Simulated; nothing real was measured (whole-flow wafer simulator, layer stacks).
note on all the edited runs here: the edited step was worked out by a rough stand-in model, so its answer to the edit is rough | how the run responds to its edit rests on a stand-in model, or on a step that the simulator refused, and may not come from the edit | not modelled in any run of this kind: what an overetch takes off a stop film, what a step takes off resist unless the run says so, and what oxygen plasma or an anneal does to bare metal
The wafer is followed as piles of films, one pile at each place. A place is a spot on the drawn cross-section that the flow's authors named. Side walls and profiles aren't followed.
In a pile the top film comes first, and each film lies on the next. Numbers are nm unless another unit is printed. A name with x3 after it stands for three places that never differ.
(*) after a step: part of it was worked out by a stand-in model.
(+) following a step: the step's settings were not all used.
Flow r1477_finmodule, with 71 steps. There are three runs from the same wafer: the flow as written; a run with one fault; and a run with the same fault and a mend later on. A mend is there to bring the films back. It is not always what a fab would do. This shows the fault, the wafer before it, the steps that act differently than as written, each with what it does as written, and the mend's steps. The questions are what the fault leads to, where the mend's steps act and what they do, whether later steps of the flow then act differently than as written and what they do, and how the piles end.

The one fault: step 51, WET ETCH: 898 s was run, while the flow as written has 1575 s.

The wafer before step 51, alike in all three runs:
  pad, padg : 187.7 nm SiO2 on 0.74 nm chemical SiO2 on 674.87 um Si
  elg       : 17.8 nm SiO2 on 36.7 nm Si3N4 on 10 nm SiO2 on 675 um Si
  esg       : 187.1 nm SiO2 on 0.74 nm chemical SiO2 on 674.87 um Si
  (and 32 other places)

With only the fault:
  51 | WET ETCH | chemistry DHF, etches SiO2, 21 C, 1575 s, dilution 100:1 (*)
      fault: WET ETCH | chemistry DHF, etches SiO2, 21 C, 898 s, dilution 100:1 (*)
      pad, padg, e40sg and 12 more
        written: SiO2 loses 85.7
        fault: SiO2 loses 48.9
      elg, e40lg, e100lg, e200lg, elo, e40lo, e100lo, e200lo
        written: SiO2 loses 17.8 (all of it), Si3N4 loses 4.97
        fault: SiO2 loses 17.8 (all of it), Si3N4 loses 2.21
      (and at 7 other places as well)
  Steps later in the flow that act otherwise than as written (1 other step is not shown; it differs only slightly, by no more than 2% or 0.5 nm, whichever is larger):
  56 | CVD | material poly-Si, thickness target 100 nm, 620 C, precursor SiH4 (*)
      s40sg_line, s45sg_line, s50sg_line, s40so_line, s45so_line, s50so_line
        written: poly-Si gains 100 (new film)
        fault: poly-Si gains 114.3 (new film)
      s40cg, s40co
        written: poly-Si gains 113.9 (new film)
        fault: poly-Si gains 100 (new film)
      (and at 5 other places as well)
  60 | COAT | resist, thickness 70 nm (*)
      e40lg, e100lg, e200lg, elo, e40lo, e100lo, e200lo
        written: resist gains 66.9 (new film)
        fault: resist gains 68.6 (new film)
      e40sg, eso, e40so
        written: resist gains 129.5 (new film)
        fault: resist gains 97.1 (new film)
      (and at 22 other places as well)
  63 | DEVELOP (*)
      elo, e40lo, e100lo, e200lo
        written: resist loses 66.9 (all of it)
        fault: resist loses 68.6 (all of it)
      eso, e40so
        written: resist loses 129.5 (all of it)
        fault: resist loses 97.1 (all of it)
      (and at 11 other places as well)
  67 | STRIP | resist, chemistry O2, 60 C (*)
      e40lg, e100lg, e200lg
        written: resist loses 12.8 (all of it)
        fault: resist loses 14.5 (all of it)
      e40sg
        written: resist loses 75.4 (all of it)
        fault: resist loses 43 (all of it)
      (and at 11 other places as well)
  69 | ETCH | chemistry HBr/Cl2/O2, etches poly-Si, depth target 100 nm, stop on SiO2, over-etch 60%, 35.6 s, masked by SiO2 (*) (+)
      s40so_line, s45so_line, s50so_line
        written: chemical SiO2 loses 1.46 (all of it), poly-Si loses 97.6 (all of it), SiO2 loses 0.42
        fault: chemical SiO2 loses 1.27 (all of it), poly-Si loses 111.9 (all of it), SiO2 loses 0.24
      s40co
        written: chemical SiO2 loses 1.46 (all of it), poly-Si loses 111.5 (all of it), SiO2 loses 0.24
        fault: chemical SiO2 loses 1.27 (all of it), poly-Si loses 97.6 (all of it), SiO2 loses 0.42
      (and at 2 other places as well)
  By the end, the piles at pad, padg, elg and 30 more depart from the flow's by more than 2% or 0.5 nm, whichever is larger.
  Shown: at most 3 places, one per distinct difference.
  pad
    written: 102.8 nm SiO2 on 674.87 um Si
    fault: 139.6 nm SiO2 on 674.87 um Si
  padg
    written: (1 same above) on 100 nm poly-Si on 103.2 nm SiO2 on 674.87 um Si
    fault: (1 same above) on 100 nm poly-Si on 140 nm SiO2 on 674.87 um Si
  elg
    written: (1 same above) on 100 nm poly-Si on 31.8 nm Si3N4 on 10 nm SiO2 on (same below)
    fault: (1 same above) on 100 nm poly-Si on 34.5 nm Si3N4 on 10 nm SiO2 on (same below)

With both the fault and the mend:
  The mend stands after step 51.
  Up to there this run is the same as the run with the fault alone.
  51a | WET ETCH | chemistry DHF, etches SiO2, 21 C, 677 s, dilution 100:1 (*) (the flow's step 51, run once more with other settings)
      pad, padg, e40sg and 12 more
        SiO2 loses 36.8
      elg, e40lg, e100lg, e200lg, elo, e40lo, e100lo, e200lo
        Si3N4 loses 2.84
      esg, s40cg, s45cg, s50cg, s40co, s45co, s50co
        SiO2 loses 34
  Every later step of the flow that is run acts as written, at every place that is followed, to within 2% or 0.5 nm, whichever is larger.
  At the end the piles are close to the flow's at the places that both follow, differing by at most 2% or 0.5 nm, whichever is larger.
